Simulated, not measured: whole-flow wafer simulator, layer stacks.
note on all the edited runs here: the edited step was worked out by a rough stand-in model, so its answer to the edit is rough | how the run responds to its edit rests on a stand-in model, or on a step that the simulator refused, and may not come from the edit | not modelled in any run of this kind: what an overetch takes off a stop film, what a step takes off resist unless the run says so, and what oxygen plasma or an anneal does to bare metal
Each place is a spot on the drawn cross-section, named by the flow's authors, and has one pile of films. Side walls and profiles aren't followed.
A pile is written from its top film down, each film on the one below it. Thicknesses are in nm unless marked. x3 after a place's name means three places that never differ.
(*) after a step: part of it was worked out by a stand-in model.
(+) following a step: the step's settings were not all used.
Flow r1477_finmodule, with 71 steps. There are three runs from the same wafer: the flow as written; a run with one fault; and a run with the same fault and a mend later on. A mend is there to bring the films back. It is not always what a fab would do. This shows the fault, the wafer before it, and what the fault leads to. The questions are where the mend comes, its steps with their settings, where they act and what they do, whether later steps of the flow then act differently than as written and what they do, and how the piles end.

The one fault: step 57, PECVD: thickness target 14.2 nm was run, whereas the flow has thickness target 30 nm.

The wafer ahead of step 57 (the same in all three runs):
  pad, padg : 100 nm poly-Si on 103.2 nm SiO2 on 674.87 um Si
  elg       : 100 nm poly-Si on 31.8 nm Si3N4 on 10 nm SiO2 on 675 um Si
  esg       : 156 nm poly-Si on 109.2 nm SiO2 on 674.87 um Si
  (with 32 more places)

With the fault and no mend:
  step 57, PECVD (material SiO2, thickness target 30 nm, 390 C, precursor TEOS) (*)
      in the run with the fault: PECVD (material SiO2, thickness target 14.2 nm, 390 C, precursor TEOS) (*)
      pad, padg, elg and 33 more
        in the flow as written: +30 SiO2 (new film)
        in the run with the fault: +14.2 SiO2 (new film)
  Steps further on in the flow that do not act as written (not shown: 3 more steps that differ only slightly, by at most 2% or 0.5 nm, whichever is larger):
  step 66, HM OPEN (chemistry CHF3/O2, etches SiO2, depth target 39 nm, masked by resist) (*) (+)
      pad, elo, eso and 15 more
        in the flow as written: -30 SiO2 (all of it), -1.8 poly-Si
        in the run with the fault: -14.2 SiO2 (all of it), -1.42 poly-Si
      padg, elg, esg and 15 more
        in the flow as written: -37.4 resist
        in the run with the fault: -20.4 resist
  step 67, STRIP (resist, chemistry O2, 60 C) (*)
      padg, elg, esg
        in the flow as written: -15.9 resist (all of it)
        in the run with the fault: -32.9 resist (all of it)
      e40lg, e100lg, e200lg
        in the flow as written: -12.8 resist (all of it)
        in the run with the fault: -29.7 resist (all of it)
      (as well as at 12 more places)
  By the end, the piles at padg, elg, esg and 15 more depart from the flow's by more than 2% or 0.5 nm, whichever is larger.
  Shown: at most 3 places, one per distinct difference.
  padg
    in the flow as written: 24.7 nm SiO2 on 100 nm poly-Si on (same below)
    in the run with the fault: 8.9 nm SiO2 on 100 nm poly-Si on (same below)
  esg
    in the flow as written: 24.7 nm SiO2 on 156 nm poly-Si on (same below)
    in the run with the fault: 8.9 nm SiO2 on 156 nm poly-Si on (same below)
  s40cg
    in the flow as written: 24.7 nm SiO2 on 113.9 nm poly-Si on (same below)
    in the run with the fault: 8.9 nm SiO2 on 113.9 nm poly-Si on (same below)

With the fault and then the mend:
  After step 64 comes the mend.
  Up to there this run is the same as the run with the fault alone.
  step 64a, STRIP (resist, chemistry O2, 60 C)
      padg, elg, esg
        -70 resist (all of it)
      e40lg, e100lg, e200lg
        -66.9 resist (all of it)
      s40sg, s45sg
        -91 resist (all of it)
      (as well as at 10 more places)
  step 64b, PECVD (material SiO2, thickness target 15.8 nm, 390 C, precursor TEOS) (*) (the flow's step 57, run once more with other settings)
      pad, padg, elg and 33 more
        +15.8 SiO2
  step 64c, COAT (resist, thickness 70 nm) (*) (the flow's step 60, run once more)
      e40lg, e100lg, e200lg, elo, e40lo, e100lo, e200lo
        +66.9 resist (new film)
      pad, padg, elg, esg
        +70 resist (new film)
      s40sg, s45sg, s40so, s45so
        +91 resist (new film)
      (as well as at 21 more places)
  step 64d, SOFTBAKE (180 C, 180 s) (*) (the flow's step 61, run once more)
      alters no film at any place that is followed
  step 64e, EXPOSE (resist, photomask GATE) (the flow's step 62, run once more)
      alters no film at any place that is followed
  step 64f, DEVELOP (*) (the flow's step 63, run once more)
      elo, e40lo, e100lo, e200lo
        -66.9 resist (all of it)
      eso, e40so
        -129.5 resist (all of it)
      s40so, s45so
        -91 resist (all of it)
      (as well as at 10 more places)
  None of the later steps of the flow acts differently than as written at any place that is followed.
  The piles end the same as the flow's at every place that both follow.
